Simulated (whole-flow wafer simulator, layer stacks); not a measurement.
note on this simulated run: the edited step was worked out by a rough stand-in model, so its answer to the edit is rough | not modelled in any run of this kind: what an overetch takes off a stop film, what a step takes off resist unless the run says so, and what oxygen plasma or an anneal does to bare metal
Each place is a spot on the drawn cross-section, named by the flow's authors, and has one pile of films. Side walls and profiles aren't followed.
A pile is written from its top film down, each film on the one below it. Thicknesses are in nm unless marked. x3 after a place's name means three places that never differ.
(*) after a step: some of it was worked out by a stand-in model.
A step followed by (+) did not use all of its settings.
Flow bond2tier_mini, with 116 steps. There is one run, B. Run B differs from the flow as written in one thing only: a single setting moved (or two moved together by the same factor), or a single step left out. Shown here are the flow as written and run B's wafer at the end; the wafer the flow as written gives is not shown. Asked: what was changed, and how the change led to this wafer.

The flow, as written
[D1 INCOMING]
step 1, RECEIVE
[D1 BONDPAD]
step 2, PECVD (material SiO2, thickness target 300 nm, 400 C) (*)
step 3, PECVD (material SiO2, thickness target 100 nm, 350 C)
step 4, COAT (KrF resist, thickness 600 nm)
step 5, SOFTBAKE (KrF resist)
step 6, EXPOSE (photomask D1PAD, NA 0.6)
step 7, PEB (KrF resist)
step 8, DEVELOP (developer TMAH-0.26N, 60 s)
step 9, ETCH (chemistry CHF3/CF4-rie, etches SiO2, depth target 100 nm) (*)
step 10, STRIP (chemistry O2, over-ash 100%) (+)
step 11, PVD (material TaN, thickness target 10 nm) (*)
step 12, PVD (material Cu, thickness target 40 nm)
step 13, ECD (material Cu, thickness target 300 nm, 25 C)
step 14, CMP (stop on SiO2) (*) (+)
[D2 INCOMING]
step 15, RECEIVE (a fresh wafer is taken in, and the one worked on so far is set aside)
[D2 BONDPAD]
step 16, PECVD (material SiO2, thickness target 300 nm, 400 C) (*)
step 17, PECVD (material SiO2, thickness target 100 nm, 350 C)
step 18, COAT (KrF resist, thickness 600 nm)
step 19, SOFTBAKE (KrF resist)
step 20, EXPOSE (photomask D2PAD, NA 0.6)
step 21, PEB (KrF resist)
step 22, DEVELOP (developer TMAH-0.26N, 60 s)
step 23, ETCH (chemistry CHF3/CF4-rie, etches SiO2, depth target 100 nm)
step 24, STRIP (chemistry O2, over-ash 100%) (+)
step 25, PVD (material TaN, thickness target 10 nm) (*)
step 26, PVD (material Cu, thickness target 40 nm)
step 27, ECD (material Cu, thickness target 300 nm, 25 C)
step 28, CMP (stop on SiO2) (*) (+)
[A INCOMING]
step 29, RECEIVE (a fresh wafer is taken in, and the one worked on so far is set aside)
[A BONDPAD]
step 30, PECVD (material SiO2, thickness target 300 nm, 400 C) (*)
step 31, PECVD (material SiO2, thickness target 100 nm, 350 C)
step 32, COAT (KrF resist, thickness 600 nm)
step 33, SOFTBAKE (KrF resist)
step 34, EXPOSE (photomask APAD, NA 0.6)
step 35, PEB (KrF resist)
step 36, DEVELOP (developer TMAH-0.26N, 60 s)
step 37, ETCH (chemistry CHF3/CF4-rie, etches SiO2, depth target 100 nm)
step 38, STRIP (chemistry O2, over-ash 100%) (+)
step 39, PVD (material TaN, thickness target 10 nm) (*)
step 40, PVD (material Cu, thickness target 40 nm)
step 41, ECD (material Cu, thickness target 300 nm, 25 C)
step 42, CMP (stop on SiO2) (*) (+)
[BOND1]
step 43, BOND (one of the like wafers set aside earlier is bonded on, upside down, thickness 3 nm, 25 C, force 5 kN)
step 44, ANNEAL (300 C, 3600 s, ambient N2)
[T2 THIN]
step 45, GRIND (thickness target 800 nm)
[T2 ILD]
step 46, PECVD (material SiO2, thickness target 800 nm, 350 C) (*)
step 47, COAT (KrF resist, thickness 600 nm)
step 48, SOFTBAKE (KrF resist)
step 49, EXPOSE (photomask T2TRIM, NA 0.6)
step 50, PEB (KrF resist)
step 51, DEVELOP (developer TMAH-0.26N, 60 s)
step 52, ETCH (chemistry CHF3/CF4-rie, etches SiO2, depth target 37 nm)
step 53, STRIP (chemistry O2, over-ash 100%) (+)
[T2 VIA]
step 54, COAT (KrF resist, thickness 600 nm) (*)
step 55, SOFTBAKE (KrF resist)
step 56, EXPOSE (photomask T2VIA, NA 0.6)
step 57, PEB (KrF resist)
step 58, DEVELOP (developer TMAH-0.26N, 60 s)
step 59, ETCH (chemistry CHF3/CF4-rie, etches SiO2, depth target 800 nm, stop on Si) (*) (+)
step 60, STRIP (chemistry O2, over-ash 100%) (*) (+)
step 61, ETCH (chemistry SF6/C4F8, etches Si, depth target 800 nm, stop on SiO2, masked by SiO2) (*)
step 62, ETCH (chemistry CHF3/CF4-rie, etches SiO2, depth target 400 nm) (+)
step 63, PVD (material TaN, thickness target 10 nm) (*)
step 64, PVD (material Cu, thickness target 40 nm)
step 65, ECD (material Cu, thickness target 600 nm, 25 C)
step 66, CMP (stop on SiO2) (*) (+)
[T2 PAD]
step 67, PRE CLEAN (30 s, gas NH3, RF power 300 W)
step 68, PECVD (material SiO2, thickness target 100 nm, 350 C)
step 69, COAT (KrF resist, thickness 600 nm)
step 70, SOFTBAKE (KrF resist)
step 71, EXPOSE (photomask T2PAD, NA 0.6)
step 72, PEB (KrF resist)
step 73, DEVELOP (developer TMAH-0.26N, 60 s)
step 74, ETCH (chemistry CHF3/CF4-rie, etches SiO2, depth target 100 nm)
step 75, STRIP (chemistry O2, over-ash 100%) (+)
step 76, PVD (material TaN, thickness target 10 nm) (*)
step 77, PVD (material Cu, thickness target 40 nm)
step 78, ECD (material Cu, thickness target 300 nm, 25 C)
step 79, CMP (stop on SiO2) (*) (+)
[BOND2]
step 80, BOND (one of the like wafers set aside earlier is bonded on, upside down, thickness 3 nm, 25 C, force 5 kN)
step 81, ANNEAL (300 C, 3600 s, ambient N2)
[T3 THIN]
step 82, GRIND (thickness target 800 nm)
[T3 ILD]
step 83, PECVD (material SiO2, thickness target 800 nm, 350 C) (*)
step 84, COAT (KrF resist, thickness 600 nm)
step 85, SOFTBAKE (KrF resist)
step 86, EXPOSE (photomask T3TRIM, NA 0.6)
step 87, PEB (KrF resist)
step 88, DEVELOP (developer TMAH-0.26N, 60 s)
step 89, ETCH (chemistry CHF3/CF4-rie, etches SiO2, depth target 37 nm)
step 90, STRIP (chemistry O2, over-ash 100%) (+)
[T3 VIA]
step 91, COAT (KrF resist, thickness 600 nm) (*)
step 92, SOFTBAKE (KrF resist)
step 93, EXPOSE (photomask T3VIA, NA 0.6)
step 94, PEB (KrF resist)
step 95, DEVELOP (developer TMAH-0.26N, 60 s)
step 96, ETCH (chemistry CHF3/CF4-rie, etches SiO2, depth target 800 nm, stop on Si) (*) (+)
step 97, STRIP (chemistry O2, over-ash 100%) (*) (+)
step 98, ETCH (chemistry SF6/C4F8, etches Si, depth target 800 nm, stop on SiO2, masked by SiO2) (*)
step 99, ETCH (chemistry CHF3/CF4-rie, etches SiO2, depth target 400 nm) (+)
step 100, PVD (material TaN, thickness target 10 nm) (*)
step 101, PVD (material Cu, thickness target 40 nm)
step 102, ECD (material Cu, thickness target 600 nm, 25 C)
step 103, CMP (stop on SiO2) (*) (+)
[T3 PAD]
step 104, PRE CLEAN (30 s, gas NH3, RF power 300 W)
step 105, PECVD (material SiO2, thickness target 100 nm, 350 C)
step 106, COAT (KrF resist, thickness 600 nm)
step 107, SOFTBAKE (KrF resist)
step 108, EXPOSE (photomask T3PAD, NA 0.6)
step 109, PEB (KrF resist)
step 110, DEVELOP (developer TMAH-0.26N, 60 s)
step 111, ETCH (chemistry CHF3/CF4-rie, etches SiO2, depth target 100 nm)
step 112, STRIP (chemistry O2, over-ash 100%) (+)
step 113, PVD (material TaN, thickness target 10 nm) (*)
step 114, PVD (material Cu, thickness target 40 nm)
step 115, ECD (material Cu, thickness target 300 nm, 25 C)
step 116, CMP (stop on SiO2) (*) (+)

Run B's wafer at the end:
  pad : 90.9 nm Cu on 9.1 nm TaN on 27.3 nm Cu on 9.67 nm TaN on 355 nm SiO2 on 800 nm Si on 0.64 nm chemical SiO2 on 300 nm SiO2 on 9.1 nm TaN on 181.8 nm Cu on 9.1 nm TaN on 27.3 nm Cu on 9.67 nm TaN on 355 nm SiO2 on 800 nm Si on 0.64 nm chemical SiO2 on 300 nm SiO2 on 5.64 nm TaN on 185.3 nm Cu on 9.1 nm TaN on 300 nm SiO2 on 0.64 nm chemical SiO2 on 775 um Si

What caused this: step 11, PVD: thickness target 6.2 nm was run, whereas the flow has thickness target 10 nm.

The path from the change to this, step by step:
  step 11, PVD (material TaN, thickness target 10 nm) (*)
      field: TaN gains 6.2 (new film) (it would be, as written: TaN gains 10 (new film))
      pad: TaN gains 5.64 (new film) (it would be, as written: TaN gains 9.1 (new film))
      (also at 1 further place)
  step 14, CMP (stop on SiO2) (*) (+)
      field: Cu loses 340 (all of it), TaN loses 6.2 (all of it) (it would be, as written: Cu loses 340 (all of it), TaN loses 10 (all of it))
  step 43, BOND (one of the like wafers set aside earlier is bonded on, upside down, thickness 3 nm, 25 C, force 5 kN)
      pad: Si gains 775 um (new film), chemical SiO2 gains 0.64 (new film), SiO2 gains 300 (new film), TaN gains 5.64 (new film), Cu gains 94.4 (it would be, as written: Si gains 775 um (new film), chemical SiO2 gains 0.64 (new film), SiO2 gains 300 (new film), TaN gains 9.1 (new film), Cu gains 90.9)
      via: Si gains 775 um (new film), chemical SiO2 gains 0.64 (new film), SiO2 gains 300 (new film), TaN gains 6.18 (new film), Cu gains 93.8 (it would be, as written: Si gains 775 um (new film), chemical SiO2 gains 0.64 (new film), SiO2 gains 300 (new film), TaN gains 9.97 (new film), Cu gains 90)
